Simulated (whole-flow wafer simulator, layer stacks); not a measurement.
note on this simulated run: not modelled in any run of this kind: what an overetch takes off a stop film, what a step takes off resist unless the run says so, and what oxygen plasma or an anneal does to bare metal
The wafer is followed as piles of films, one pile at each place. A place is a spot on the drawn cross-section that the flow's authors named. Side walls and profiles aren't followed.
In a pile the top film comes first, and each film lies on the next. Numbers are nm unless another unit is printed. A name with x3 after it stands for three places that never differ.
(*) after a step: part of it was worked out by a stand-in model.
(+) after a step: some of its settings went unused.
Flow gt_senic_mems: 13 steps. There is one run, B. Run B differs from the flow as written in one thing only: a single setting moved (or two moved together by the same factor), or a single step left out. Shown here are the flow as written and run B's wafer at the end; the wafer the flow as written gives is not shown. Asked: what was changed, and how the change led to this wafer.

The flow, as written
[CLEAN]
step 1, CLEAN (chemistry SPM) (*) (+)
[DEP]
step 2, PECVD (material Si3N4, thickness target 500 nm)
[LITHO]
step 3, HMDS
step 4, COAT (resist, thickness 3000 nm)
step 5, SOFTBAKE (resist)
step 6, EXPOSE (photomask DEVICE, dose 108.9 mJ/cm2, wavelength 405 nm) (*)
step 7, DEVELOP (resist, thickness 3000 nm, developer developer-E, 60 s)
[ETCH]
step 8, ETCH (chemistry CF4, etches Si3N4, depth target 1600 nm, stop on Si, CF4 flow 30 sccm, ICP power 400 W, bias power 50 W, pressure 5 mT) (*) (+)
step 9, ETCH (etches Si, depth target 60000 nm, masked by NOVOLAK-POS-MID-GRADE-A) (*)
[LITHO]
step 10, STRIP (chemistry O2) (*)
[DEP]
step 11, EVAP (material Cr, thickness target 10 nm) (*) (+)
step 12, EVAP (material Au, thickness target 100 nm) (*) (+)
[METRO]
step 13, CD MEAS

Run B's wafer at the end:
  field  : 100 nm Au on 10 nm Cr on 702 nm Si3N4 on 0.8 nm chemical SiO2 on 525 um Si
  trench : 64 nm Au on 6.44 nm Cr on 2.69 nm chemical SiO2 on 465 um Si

The reason: step 2, PECVD: thickness target 702 nm was run, though the flow has thickness target 500 nm.
The wafer itself shows it: field has Si3N4 702, and step 2 as written asks for 500 nm.

How this came from the change, step by step:
  step 2, PECVD (material Si3N4, thickness target 500 nm)
      field, trench: +702 Si3N4 (new film) (it would be, as written: +500 Si3N4 (new film))
  step 8, ETCH (chemistry CF4, etches Si3N4, depth target 1600 nm, stop on Si, CF4 flow 30 sccm, ICP power 400 W, bias power 50 W, pressure 5 mT) (*) (+)
      field: -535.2 resist (it would be, as written: -400.5 resist)
      trench: -702 Si3N4 (all of it), -0.8 chemical SiO2 (all of it) (it would be, as written: -500 Si3N4 (all of it), -0.8 chemical SiO2 (all of it))
  step 10, STRIP (chemistry O2) (*)
      field: -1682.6 resist (all of it) (it would be, as written: -1817.3 resist (all of it))
